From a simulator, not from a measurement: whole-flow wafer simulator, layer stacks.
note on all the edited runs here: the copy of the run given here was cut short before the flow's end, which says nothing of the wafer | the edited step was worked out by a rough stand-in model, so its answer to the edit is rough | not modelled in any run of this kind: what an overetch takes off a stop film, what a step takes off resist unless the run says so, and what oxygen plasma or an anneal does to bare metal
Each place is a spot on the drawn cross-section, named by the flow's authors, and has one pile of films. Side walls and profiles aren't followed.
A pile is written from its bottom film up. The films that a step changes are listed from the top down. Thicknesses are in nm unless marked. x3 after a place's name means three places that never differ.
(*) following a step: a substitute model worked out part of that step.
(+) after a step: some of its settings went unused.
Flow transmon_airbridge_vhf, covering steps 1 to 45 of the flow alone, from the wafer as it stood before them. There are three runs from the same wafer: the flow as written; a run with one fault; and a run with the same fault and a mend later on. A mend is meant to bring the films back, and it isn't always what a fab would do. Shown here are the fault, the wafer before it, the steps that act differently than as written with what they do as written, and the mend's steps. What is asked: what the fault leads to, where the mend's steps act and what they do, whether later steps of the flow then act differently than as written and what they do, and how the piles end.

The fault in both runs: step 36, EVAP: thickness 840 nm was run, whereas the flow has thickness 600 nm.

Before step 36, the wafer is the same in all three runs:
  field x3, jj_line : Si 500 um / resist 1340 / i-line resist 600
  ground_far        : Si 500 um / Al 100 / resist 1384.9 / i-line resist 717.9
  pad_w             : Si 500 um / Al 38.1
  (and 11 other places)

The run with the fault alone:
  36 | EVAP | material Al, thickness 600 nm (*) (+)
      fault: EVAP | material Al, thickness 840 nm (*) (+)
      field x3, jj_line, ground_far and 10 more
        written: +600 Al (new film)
        fault: +840 Al (new film)
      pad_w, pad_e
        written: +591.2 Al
        fault: +827.7 Al
  Steps later in the flow that act otherwise than as written:
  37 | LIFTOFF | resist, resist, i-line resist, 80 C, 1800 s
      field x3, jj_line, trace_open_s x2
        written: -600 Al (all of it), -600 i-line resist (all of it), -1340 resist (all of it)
        fault: -840 Al (all of it), -600 i-line resist (all of it), -1340 resist (all of it)
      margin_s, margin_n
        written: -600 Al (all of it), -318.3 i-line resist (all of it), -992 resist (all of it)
        fault: -840 Al (all of it), -318.3 i-line resist (all of it), -992 resist (all of it)
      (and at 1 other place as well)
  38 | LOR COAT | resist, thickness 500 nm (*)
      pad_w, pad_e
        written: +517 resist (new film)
        fault: +500.2 resist (new film)
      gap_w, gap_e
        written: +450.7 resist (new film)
        fault: +441.1 resist (new film)
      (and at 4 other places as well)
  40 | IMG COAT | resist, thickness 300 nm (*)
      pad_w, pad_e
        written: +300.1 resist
        fault: +290.6 resist
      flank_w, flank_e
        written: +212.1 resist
        fault: +204.3 resist
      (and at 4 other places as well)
  At pad_w, flank_w, gap_w and 7 more, the piles at the end differ from the flow's by more than 2% or 0.5 nm, whichever is larger.
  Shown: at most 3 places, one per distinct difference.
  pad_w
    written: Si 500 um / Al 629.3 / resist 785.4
    fault: Si 500 um / Al 865.8 / resist 759
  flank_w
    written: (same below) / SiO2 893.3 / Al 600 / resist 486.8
    fault: (same below) / SiO2 893.3 / Al 840 / resist 473.3
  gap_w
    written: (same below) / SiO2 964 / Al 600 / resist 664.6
    fault: (same below) / SiO2 964 / Al 840 / resist 647

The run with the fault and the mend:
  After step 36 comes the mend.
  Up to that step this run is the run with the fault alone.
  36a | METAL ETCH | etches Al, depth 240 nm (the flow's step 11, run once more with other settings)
      field x3, jj_line, ground_far and 12 more
        -240 Al
  Later steps of the flow that are run all act as written at every place that is followed, up to a difference of at most 2% or 0.5 nm, whichever is larger.
  The piles end only slightly different from the flow's at the places that both follow, by no more than 2% or 0.5 nm, whichever is larger.
